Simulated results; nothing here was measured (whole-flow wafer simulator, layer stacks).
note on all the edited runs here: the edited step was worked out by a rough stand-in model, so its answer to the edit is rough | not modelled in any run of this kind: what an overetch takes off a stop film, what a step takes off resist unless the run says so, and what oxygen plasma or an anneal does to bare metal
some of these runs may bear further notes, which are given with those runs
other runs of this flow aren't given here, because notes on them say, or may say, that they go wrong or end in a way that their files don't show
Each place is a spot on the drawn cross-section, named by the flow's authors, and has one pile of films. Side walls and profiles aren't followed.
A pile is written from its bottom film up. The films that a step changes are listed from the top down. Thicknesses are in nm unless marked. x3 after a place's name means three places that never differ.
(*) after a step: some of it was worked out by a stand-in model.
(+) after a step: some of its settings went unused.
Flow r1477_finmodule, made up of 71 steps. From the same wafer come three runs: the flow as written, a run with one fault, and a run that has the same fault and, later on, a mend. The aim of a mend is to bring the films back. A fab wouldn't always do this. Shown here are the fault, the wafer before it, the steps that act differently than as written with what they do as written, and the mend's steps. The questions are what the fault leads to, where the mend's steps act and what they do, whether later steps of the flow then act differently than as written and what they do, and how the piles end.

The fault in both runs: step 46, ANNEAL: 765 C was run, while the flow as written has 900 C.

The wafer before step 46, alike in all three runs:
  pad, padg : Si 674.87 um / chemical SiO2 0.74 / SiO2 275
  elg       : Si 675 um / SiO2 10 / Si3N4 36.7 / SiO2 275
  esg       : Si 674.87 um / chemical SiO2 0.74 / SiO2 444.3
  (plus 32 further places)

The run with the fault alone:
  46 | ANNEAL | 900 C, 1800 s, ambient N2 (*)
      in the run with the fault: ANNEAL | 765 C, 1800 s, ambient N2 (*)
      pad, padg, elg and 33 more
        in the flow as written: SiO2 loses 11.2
        in the run with the fault: SiO2 loses 7.43
  Steps further on in the flow that do not act as written (not shown: 1 more step that differs only slightly, by at most 2% or 0.5 nm, whichever is larger):
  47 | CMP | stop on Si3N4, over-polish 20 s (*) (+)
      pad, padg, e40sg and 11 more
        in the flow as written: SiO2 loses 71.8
        in the run with the fault: SiO2 loses 75.6
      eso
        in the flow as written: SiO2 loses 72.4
        in the run with the fault: SiO2 loses 76.2
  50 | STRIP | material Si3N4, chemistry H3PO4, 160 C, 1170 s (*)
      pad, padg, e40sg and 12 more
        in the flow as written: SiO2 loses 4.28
        in the run with the fault: SiO2 loses 7.58
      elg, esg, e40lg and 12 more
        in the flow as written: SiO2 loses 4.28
        in the run with the fault: SiO2 loses 6.45
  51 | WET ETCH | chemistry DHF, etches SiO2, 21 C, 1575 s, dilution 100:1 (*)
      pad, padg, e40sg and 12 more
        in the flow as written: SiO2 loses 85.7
        in the run with the fault: SiO2 loses 139.1
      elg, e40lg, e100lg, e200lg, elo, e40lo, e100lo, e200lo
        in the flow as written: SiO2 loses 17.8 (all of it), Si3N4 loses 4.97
        in the run with the fault: SiO2 loses 15.7 (all of it), Si3N4 loses 5.55
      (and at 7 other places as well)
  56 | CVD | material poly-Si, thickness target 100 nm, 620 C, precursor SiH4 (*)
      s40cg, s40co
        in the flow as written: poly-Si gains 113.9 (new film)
        in the run with the fault: poly-Si gains 154.3 (new film)
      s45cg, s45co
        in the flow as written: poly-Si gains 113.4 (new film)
        in the run with the fault: poly-Si gains 154.3 (new film)
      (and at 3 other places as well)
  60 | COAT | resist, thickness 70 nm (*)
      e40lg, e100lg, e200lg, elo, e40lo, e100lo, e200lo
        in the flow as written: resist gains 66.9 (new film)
        in the run with the fault: resist gains 64.1 (new film)
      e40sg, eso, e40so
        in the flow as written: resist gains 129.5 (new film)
        in the run with the fault: resist gains 182.7 (new film)
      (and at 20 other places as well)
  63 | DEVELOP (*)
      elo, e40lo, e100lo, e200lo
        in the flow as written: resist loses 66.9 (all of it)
        in the run with the fault: resist loses 64.1 (all of it)
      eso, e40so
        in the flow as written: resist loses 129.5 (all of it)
        in the run with the fault: resist loses 182.7 (all of it)
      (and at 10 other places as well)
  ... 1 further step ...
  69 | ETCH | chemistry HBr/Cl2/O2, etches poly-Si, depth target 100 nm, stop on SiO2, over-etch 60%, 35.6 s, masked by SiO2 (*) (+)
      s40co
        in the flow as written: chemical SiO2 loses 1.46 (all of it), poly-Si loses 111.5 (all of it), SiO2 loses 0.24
        in the run with the fault: chemical SiO2 loses 1.66 (all of it), poly-Si loses 151.8 (all of it)
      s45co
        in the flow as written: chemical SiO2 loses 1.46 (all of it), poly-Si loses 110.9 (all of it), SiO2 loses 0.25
        in the run with the fault: chemical SiO2 loses 1.66 (all of it), poly-Si loses 151.8 (all of it)
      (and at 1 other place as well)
  By the end, the piles at pad, padg, esg and 19 more depart from the flow's by more than 2% or 0.5 nm, whichever is larger.
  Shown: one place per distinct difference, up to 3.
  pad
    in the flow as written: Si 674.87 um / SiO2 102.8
    in the run with the fault: Si 674.87 um / SiO2 46.3
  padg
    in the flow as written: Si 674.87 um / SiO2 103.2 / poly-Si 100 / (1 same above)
    in the run with the fault: Si 674.87 um / SiO2 46.7 / poly-Si 100 / (1 same above)
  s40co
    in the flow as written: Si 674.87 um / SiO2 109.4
    in the run with the fault: Si 674.87 um / SiO2 71.3

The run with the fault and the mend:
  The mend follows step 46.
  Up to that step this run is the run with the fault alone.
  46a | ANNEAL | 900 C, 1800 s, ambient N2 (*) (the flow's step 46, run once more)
      pad, padg, elg and 33 more
        SiO2 loses 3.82
  None of the later steps of the flow acts differently than as written at any place that is followed.
  At every place that both follow, the piles at the end match the flow's.
